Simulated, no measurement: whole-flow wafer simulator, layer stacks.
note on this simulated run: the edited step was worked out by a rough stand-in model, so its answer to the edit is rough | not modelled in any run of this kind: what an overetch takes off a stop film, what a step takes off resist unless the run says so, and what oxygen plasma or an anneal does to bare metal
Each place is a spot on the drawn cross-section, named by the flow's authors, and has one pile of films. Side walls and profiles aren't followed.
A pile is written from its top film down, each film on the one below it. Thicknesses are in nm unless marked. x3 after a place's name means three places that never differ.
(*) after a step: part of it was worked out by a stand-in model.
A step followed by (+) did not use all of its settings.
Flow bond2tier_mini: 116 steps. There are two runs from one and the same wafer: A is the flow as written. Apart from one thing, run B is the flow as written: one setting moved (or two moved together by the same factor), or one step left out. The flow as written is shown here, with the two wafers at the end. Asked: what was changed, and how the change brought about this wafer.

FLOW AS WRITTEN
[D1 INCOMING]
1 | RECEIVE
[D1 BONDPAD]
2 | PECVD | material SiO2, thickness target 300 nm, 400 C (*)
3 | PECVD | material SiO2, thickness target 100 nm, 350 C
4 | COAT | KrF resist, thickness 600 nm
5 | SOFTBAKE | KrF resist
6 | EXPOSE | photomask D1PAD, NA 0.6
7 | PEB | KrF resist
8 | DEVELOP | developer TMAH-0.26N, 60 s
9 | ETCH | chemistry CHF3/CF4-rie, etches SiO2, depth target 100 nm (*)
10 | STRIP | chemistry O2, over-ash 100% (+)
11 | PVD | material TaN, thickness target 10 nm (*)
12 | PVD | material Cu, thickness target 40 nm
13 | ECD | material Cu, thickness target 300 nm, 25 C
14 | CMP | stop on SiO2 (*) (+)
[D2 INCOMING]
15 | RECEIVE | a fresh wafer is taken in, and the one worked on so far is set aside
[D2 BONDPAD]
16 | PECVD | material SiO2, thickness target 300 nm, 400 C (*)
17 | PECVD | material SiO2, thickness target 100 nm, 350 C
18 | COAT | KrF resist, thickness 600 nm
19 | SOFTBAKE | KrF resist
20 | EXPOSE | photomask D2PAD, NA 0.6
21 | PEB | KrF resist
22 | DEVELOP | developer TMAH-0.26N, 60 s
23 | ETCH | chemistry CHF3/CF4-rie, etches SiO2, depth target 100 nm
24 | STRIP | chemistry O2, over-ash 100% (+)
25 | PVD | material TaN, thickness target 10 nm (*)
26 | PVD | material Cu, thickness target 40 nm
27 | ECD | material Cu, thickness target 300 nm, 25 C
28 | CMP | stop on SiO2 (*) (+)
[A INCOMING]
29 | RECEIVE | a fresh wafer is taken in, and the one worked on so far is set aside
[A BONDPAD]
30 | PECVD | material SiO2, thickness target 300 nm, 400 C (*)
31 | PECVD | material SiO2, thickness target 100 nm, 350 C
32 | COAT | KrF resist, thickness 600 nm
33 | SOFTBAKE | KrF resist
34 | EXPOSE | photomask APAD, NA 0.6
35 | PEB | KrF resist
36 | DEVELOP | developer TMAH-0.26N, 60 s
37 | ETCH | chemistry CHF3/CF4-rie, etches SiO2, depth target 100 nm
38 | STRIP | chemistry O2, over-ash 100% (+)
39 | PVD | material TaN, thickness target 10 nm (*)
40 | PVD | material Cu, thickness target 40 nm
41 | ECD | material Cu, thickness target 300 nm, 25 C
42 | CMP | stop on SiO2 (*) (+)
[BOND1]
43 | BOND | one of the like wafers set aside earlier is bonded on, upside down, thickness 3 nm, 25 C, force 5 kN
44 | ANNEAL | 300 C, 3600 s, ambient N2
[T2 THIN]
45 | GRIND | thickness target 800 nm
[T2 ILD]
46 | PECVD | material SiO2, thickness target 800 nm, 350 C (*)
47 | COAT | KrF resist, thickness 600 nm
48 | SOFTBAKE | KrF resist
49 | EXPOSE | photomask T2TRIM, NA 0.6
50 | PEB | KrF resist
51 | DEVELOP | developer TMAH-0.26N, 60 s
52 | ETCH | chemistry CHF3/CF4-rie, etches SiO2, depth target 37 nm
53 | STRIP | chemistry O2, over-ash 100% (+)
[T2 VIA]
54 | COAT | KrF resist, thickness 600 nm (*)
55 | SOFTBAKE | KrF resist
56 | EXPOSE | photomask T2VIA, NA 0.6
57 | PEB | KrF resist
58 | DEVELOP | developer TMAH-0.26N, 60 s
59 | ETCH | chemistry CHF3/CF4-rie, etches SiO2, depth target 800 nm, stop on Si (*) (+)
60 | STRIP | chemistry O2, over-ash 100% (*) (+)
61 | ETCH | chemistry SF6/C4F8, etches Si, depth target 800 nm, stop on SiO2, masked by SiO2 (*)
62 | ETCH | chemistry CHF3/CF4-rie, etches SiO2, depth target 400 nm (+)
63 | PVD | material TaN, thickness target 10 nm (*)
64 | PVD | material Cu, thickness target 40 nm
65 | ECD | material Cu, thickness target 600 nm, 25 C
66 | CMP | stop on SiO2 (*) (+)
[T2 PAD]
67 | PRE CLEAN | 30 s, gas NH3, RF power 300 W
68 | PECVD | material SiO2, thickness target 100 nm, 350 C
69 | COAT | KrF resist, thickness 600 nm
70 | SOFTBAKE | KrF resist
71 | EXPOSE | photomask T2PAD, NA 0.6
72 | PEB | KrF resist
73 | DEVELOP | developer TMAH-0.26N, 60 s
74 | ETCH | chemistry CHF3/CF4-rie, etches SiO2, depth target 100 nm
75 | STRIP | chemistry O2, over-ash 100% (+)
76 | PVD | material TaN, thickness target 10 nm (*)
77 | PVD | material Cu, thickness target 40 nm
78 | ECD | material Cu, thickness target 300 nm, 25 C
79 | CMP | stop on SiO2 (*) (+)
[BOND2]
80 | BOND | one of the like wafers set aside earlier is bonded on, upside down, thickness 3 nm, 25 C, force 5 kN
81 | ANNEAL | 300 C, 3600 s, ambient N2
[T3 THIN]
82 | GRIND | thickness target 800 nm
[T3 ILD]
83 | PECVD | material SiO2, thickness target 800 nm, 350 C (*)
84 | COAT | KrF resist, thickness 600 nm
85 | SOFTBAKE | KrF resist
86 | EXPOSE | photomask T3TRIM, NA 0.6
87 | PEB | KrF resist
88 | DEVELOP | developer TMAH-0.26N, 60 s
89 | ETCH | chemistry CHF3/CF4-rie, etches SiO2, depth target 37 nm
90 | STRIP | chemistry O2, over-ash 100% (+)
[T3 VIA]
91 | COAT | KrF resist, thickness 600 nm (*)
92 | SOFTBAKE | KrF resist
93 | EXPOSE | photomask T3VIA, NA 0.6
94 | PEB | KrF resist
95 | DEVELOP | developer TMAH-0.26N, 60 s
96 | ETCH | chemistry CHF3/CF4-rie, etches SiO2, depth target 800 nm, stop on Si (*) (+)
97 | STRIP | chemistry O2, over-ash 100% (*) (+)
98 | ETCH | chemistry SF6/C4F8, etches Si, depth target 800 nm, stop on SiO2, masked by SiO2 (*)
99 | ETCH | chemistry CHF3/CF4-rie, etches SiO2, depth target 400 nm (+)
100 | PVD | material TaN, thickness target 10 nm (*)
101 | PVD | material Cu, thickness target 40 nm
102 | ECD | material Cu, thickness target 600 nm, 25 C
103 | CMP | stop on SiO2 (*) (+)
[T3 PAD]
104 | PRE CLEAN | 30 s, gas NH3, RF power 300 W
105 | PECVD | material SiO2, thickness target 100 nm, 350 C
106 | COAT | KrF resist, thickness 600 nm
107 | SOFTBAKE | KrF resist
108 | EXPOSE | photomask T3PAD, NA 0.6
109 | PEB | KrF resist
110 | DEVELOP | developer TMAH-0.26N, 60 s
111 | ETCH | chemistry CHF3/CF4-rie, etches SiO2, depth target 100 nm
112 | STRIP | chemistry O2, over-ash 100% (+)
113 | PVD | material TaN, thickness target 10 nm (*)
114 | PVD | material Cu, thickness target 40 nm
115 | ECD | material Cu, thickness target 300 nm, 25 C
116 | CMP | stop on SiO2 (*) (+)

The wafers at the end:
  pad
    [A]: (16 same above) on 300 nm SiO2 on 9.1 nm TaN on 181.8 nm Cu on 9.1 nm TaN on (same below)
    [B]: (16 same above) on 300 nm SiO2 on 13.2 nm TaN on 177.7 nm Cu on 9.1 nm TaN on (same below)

The reason: step 11, PVD: thickness target 14.5 nm was run, while the flow as written has thickness target 10 nm.

The path from the change to this, step by step:
  11 | PVD | material TaN, thickness target 10 nm (*)
      field: A +10 TaN (new film) | B +14.5 TaN (new film)
      pad: A +9.1 TaN (new film) | B +13.2 TaN (new film)
      (as well as at 1 more place)
  14 | CMP | stop on SiO2 (*) (+)
      field: A -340 Cu (all of it), -10 TaN (all of it) | B -340 Cu (all of it), -14.5 TaN (all of it)
  43 | BOND | one of the like wafers set aside earlier is bonded on, upside down, thickness 3 nm, 25 C, force 5 kN
      pad: A +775 um Si (new film), +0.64 chemical SiO2 (new film), +300 SiO2 (new film), +9.1 TaN (new film), +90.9 Cu | B +775 um Si (new film), +0.64 chemical SiO2 (new film), +300 SiO2 (new film), +13.2 TaN (new film), +86.8 Cu
      via: A +775 um Si (new film), +0.64 chemical SiO2 (new film), +300 SiO2 (new film), +9.97 TaN (new film), +90 Cu | B +775 um Si (new film), +0.64 chemical SiO2 (new film), +300 SiO2 (new film), +14.5 TaN (new film), +85.5 Cu
